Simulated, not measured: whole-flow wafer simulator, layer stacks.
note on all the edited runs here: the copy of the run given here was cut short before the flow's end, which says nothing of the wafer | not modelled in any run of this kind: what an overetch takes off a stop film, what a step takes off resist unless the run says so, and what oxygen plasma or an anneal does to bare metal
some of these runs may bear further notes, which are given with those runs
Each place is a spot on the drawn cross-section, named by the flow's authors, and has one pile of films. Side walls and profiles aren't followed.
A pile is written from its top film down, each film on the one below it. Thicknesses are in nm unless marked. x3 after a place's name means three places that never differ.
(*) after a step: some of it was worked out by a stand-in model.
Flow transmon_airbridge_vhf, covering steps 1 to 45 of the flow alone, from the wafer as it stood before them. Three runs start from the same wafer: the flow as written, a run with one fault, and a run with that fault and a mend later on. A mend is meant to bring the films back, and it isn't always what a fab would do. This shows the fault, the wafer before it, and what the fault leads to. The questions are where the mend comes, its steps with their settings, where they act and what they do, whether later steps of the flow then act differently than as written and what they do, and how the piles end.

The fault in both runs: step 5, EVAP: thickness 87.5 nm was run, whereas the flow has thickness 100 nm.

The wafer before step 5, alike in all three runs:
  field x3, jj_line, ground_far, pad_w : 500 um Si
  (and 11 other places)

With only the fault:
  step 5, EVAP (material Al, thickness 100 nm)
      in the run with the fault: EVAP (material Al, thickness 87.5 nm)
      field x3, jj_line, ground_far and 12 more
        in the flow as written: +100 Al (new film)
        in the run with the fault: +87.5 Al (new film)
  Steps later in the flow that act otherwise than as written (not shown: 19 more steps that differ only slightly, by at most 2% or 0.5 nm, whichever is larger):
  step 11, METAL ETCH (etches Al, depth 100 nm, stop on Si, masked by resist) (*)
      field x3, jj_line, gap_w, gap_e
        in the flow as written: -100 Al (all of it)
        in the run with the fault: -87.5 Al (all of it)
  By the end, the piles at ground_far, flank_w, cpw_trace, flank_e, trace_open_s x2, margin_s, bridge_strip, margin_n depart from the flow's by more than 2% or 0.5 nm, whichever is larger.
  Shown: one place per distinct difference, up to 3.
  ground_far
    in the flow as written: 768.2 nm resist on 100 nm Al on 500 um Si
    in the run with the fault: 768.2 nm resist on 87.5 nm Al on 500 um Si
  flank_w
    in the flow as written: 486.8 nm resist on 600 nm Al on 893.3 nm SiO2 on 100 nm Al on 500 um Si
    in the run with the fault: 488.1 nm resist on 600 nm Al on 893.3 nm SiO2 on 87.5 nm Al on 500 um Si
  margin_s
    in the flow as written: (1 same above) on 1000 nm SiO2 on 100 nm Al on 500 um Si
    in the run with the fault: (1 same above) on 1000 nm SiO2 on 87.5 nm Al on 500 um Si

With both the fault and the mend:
  The mend follows step 5.
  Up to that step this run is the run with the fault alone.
  step 5a, EVAP (material Al, thickness 12.5 nm) (the flow's step 5, run once more with other settings)
      field x3, jj_line, ground_far and 12 more
        +12.5 Al
  None of the later steps of the flow acts differently than as written at any place that is followed.
  By the end, the piles equal the flow's at every place that both follow.
